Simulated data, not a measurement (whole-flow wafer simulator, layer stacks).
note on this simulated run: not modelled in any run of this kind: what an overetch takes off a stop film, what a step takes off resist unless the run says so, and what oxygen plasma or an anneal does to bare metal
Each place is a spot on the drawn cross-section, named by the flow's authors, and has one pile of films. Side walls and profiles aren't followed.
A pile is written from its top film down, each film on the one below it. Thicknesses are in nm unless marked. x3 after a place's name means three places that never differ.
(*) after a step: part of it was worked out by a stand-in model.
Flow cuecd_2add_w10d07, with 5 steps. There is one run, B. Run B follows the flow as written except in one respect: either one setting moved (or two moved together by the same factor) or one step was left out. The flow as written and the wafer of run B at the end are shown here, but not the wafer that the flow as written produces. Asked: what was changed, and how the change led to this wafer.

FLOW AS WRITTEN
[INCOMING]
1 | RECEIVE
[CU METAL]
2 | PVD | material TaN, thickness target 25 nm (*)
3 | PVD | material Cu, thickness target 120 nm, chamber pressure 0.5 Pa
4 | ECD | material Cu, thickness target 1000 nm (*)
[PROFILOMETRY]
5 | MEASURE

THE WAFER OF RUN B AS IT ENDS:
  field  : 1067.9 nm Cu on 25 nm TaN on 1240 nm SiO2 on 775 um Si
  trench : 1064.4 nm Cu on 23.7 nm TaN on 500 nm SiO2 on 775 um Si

The reason: step 3, PVD: thickness target 67.9 nm was run, while the flow as written has thickness target 120 nm.

The path from the change to this, step by step:
  3 | PVD | material Cu, thickness target 120 nm, chamber pressure 0.5 Pa
      field: +67.9 Cu (new film) (in the flow as written it would be: +120 Cu (new film))
      trench: +64.4 Cu (new film) (in the flow as written it would be: +114 Cu (new film))
